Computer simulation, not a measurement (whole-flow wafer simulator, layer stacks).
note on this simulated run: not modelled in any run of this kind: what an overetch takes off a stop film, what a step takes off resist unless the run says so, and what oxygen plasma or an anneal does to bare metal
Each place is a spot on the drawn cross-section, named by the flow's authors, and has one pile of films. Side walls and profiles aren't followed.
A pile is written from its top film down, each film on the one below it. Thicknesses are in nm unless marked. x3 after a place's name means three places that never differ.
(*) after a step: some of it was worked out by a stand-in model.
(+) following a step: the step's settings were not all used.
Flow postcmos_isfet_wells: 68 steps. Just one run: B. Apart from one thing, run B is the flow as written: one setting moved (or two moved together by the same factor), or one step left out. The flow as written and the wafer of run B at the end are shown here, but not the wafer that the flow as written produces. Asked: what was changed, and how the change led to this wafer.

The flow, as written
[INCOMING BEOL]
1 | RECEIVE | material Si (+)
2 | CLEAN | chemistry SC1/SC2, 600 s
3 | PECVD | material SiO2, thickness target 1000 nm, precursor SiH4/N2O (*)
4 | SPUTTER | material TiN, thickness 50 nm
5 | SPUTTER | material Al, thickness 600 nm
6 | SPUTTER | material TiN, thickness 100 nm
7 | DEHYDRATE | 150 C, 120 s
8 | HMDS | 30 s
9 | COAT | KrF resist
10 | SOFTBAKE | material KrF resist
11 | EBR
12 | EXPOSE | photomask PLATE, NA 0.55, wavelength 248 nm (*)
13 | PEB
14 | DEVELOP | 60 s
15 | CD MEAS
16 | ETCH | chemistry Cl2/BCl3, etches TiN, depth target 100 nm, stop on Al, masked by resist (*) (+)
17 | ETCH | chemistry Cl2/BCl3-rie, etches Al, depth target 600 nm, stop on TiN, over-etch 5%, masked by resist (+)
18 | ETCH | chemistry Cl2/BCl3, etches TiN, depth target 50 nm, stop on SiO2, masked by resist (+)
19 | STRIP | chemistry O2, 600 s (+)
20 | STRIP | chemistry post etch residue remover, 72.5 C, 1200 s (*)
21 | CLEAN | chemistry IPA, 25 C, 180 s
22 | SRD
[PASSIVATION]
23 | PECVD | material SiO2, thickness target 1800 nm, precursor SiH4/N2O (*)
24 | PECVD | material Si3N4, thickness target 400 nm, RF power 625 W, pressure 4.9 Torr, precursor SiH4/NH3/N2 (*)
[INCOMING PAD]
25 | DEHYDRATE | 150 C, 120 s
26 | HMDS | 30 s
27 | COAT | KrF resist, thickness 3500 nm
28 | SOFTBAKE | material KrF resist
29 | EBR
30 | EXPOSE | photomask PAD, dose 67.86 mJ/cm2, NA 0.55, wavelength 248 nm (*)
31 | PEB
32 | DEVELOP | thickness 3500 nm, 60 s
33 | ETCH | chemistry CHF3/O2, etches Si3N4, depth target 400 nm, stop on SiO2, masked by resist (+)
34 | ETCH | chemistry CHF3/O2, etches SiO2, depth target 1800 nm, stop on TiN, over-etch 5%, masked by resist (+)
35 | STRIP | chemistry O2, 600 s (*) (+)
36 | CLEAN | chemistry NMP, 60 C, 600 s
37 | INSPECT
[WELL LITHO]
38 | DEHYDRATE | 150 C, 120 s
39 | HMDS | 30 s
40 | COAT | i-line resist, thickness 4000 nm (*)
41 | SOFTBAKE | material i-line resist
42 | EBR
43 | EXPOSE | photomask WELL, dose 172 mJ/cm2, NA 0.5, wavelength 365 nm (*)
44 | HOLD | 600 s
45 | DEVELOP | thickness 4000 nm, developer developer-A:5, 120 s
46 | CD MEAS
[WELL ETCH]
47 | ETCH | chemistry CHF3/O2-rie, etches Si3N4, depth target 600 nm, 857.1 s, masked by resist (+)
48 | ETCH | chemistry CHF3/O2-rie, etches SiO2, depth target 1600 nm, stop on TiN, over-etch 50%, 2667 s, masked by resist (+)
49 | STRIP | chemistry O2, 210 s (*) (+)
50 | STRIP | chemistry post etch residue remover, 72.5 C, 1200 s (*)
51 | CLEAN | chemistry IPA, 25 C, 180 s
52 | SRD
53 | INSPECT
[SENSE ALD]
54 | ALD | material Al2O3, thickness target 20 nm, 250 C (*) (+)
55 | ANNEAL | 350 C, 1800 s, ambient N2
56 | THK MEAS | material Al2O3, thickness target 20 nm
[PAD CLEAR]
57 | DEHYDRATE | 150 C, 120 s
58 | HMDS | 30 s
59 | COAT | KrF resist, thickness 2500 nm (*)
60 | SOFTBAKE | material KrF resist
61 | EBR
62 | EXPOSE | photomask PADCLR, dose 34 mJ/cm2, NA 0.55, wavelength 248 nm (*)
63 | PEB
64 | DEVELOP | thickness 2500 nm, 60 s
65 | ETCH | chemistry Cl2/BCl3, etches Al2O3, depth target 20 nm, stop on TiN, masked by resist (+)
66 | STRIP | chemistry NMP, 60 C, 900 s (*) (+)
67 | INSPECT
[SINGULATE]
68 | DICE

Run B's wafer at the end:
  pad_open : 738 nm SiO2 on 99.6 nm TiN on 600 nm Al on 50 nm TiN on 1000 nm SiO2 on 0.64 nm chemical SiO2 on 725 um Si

The reason: step 34, ETCH: depth target 1062 nm was run, while the flow as written has depth target 1800 nm.

The path from the change to this, step by step:
  34 | ETCH | chemistry CHF3/O2, etches SiO2, depth target 1800 nm, stop on TiN, over-etch 5%, masked by resist (+)
      pad_open: SiO2 loses 1062 (in the flow as written it would be: SiO2 loses 1800 (all of it))
      field, margin, well900, well1300 x3, pad_rim, pad_clr: KrF resist loses 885 (in the flow as written it would be: KrF resist loses 1500)
  35 | STRIP | chemistry O2, 600 s (*) (+)
      field, margin, well900, well1300 x3, pad_rim, pad_clr: KrF resist loses 2228.3 (all of it) (in the flow as written it would be: KrF resist loses 1613.3 (all of it))
  40 | COAT | i-line resist, thickness 4000 nm (*)
      pad_clr: i-line resist gains 3492.1 (new film) (in the flow as written it would be: i-line resist gains 3256.8 (new film))
      pad_open: i-line resist gains 4538.4 (new film) (in the flow as written it would be: i-line resist gains 4804.7 (new film))
  41 | SOFTBAKE | material i-line resist
      pad_clr: i-line resist loses 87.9 (in the flow as written it would be: i-line resist loses 156.7)
      pad_open: i-line resist gains 80.5 (in the flow as written it would be: i-line resist gains 115.3)
  49 | STRIP | chemistry O2, 210 s (*) (+)
      pad_clr: i-line resist loses 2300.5 (all of it) (in the flow as written it would be: i-line resist loses 1996.5 (all of it))
      pad_open: i-line resist loses 3515.3 (all of it) (in the flow as written it would be: i-line resist loses 3816.3 (all of it))
  59 | COAT | KrF resist, thickness 2500 nm (*)
      pad_rim: KrF resist gains 2147.9 (new film) (in the flow as written it would be: KrF resist gains 1976.4 (new film))
      pad_clr: KrF resist gains 1946.4 (new film) (in the flow as written it would be: KrF resist gains 1691.6 (new film))
      (and at 1 other place as well)
  60 | SOFTBAKE | material KrF resist
      pad_clr: KrF resist loses 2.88 (in the flow as written it would be: KrF resist loses 3.77)
  63 | PEB
      pad_rim: KrF resist loses 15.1 (in the flow as written it would be: KrF resist loses 13.9)
      pad_clr: KrF resist loses 13.7 (in the flow as written it would be: KrF resist loses 11.8)
      (and at 1 other place as well)
  64 | DEVELOP | thickness 2500 nm, 60 s
      pad_clr: KrF resist loses 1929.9 (all of it) (in the flow as written it would be: KrF resist loses 1676 (all of it))
      pad_open: KrF resist loses 2857.3 (all of it) (in the flow as written it would be: KrF resist loses 3045.1 (all of it))
  66 | STRIP | chemistry NMP, 60 C, 900 s (*) (+)
      pad_rim: KrF resist loses 2093.7 (all of it) (in the flow as written it would be: KrF resist loses 1923.7 (all of it))
